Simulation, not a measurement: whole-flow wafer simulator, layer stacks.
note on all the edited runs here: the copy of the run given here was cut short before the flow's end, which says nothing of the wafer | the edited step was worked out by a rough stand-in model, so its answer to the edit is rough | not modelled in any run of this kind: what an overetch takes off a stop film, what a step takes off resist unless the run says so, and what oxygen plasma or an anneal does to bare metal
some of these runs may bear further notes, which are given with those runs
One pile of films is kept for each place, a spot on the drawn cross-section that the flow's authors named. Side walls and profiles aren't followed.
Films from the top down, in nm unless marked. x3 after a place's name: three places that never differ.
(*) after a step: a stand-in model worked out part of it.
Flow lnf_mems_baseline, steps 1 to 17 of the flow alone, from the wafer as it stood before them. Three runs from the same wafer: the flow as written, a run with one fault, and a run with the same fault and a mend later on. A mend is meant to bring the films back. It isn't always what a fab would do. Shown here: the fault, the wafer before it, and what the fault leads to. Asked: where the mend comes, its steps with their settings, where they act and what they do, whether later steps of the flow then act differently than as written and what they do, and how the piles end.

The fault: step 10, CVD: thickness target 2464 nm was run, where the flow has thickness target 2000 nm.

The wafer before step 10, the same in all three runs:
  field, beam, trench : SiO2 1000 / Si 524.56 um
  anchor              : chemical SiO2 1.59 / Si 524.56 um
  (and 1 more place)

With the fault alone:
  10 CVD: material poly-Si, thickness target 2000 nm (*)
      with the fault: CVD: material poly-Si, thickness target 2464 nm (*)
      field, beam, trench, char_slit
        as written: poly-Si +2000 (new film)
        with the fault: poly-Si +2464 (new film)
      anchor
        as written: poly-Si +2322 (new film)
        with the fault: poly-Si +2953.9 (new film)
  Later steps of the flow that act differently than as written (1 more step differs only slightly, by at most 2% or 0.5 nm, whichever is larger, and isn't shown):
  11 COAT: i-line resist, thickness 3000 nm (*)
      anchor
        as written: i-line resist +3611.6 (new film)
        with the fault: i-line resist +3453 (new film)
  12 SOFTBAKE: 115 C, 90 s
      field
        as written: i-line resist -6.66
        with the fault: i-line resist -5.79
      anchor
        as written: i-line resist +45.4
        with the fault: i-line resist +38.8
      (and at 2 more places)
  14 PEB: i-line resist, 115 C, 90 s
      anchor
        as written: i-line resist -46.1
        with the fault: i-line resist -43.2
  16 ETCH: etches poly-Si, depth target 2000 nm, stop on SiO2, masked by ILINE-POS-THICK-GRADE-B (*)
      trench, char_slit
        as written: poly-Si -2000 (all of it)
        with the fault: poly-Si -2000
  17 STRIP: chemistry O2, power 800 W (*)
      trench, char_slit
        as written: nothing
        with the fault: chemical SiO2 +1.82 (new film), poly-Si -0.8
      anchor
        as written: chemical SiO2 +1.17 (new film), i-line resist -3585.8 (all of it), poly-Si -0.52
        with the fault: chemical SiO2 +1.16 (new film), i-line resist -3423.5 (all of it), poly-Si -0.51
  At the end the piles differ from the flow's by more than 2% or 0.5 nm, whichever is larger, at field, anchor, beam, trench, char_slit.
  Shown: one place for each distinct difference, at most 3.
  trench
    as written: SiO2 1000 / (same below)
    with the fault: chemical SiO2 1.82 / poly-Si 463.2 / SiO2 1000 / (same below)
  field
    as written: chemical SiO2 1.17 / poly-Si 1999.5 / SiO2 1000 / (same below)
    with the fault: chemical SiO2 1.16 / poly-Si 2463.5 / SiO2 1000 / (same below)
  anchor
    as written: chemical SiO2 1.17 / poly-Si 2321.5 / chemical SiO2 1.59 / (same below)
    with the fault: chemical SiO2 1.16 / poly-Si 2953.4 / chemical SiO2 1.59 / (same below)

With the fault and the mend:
  The mend comes after step 10.
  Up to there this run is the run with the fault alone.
  10a ETCH: chemistry tmah, depth target 3317 nm
      field, beam, trench, char_slit
        poly-Si -2464 (all of it)
      anchor
        poly-Si -2953.9 (all of it)
  10b CLEAN: chemistry SC1/SC2 (the flow's step 1 once more)
      changes no film at any place that is followed
  10c CVD: material poly-Si, thickness target 2000 nm (*) (the flow's step 10 once more)
      field, beam, trench, char_slit
        poly-Si +2000 (new film)
      anchor
        poly-Si +2322 (new film)
  No later step of the flow acts differently than as written at any place that is followed.
  At the end the piles are the same as the flow's at every place that both follow.
